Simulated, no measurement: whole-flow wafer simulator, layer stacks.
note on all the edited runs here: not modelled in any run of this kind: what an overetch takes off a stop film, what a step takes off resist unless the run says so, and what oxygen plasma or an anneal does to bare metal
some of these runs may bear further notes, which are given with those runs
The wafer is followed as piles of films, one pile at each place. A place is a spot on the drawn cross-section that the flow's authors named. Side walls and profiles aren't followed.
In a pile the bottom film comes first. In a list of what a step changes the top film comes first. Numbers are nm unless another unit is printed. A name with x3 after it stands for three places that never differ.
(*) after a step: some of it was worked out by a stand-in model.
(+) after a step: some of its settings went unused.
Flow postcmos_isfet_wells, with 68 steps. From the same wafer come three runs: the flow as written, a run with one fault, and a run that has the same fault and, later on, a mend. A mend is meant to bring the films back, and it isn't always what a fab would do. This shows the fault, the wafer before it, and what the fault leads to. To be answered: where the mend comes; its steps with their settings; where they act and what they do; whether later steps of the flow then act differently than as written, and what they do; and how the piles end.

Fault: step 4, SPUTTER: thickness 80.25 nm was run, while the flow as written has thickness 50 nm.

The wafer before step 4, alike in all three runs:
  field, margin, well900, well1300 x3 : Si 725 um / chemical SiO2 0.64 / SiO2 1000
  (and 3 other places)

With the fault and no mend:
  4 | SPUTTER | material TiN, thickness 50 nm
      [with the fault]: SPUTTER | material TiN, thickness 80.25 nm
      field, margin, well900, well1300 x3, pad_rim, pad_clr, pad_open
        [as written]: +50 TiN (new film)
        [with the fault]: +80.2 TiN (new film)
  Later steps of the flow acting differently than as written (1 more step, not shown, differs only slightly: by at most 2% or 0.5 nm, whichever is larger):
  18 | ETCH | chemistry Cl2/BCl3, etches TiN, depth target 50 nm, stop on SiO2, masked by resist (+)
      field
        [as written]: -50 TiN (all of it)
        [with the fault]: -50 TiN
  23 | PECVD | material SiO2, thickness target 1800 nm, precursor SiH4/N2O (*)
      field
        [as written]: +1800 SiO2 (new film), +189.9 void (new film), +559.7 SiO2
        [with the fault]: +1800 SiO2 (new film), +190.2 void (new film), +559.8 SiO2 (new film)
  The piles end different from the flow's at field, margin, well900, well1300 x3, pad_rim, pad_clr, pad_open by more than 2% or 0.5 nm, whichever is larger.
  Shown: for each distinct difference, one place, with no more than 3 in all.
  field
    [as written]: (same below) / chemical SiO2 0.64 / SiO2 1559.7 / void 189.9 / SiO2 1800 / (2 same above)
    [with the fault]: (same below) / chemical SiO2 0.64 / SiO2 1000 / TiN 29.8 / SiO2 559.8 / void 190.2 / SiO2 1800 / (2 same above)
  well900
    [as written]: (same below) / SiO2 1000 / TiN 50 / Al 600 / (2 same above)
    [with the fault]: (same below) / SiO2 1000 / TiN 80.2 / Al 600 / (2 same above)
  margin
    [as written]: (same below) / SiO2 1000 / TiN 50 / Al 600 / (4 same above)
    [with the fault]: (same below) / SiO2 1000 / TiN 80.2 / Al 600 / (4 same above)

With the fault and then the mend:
  The mend stands after step 4.
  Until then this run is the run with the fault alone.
  4a | ETCH | chemistry peroxide tin strip, depth target 30.25 nm
      field, margin, well900, well1300 x3, pad_rim, pad_clr, pad_open
        -30.2 TiN
  None of the later steps of the flow acts differently than as written at any place that is followed.
  At every place that both follow, the piles at the end match the flow's.
